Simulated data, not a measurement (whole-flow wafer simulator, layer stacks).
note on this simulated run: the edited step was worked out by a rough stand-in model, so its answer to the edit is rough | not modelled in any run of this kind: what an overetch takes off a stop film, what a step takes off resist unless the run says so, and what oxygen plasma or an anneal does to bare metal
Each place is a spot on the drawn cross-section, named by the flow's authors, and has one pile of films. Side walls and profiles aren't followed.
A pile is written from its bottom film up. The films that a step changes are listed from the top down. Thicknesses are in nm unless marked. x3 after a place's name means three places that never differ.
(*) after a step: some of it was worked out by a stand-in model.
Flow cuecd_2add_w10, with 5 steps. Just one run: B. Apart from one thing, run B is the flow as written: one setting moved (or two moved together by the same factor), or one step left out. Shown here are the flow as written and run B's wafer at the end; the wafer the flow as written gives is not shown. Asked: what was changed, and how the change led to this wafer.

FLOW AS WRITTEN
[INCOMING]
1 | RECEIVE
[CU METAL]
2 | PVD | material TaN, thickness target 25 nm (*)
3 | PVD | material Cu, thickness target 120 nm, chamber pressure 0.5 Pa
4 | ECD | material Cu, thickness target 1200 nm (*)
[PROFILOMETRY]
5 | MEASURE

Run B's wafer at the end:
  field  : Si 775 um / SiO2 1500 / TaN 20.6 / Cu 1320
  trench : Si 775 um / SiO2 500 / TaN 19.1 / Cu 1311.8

What caused this: step 2, PVD: thickness target 20.6 nm was run, while the flow as written has thickness target 25 nm.
One can read it off the wafer: field has TaN 20.6, and step 2 as written asks for 25 nm.

How this came from the change, step by step:
  2 | PVD | material TaN, thickness target 25 nm (*)
      field: TaN gains 20.6 (new film) (it would be, as written: TaN gains 25 (new film))
      trench: TaN gains 19.1 (new film) (it would be, as written: TaN gains 23.2 (new film))
